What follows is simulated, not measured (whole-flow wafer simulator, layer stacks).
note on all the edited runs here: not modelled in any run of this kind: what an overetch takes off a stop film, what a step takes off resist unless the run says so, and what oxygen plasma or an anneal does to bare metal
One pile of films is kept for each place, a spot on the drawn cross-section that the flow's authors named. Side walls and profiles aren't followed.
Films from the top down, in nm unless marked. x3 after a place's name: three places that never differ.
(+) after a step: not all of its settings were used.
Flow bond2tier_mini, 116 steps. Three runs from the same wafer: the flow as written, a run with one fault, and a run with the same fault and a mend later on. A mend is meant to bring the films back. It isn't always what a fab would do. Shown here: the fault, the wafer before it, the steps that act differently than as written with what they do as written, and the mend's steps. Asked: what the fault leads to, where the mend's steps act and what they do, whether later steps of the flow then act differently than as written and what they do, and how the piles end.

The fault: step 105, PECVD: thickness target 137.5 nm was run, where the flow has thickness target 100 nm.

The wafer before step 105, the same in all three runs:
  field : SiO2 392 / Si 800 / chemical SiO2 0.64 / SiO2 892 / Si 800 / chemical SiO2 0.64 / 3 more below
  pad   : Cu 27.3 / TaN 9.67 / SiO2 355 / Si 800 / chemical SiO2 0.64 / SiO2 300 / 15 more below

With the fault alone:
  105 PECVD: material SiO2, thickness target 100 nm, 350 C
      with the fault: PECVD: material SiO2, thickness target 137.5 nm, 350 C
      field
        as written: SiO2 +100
        with the fault: SiO2 +137.5
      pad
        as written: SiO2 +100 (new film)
        with the fault: SiO2 +137.5 (new film)
  Later steps of the flow that act differently than as written:
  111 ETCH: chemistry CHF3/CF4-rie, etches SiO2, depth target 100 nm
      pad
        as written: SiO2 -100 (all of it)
        with the fault: SiO2 -100
  At the end the piles differ from the flow's by more than 2% or 0.5 nm, whichever is larger, at field, pad.
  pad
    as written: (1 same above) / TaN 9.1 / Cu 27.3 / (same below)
    with the fault: (1 same above) / TaN 9.1 / SiO2 37.5 / Cu 27.3 / (same below)
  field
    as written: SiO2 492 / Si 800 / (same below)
    with the fault: SiO2 529.5 / Si 800 / (same below)

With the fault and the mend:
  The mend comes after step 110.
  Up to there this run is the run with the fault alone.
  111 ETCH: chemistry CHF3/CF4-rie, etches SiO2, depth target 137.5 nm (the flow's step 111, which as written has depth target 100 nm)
      field
        KrF resist -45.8
      pad
        SiO2 -137.5 (all of it)
  Later steps of the flow that act differently than as written (1 more step differs only slightly, by at most 2% or 0.5 nm, whichever is larger, and isn't shown):
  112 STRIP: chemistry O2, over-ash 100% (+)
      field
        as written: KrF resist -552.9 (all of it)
        with the mend: KrF resist -540.4 (all of it)
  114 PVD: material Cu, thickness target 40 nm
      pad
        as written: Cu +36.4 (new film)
        with the mend: Cu +35.2 (new film)
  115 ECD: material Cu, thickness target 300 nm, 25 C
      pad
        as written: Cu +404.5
        with the mend: Cu +443.6
  At the end the piles differ from the flow's by more than 2% or 0.5 nm, whichever is larger, at field, pad.
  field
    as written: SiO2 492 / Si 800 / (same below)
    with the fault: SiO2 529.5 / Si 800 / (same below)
    with the mend: SiO2 529.5 / Si 800 / (same below)
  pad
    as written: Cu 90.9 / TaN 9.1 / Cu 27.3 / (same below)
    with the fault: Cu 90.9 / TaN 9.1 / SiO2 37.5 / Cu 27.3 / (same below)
    with the mend: Cu 128.7 / TaN 8.79 / Cu 27.3 / (same below)
